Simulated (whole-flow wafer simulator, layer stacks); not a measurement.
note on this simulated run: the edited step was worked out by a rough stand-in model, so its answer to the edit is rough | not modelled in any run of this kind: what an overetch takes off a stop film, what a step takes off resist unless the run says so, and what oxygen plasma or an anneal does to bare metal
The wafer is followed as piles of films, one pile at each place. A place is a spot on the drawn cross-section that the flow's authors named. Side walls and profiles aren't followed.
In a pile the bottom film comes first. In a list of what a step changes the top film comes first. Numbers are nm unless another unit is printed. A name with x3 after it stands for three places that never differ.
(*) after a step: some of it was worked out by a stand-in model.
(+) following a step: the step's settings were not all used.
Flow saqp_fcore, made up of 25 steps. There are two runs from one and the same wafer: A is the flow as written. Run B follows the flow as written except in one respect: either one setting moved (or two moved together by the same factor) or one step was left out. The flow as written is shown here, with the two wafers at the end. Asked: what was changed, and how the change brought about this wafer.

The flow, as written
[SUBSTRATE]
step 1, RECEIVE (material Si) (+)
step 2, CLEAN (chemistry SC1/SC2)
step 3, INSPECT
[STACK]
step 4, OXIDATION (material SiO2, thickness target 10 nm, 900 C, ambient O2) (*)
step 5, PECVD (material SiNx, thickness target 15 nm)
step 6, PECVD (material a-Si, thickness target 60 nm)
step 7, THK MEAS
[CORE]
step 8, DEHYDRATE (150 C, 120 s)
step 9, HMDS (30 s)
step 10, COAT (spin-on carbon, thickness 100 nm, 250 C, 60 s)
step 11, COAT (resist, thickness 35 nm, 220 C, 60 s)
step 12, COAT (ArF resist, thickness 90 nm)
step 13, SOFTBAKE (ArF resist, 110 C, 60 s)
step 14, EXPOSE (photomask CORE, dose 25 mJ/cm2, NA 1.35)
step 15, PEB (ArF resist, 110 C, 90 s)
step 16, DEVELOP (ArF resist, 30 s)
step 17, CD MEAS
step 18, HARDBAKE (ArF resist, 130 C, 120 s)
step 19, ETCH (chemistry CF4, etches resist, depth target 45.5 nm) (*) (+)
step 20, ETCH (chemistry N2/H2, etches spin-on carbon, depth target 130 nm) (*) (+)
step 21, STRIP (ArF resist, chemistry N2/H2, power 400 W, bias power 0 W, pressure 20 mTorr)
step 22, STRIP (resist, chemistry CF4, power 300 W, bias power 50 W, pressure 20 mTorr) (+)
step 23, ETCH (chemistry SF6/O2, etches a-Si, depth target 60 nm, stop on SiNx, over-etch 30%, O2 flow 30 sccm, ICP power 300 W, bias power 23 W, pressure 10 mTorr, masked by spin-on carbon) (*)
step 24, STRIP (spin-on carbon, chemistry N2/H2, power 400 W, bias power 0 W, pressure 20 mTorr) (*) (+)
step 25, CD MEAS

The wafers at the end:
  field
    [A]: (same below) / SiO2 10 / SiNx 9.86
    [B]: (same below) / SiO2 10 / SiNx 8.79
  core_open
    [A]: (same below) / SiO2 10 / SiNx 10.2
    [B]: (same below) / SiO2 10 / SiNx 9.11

The reason: step 23, ETCH: over-etch 44.3% was run, though the flow has over-etch 30%.

How this came from the change, step by step:
  step 23, ETCH (chemistry SF6/O2, etches a-Si, depth target 60 nm, stop on SiNx, over-etch 30%, O2 flow 30 sccm, ICP power 300 W, bias power 23 W, pressure 10 mTorr, masked by spin-on carbon) (*)
      field: A -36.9 a-Si (all of it), -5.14 SiNx | B -36.9 a-Si (all of it), -6.21 SiNx
      core_open: A -39.4 a-Si (all of it), -4.82 SiNx | B -39.4 a-Si (all of it), -5.89 SiNx
      (also at 1 further place)
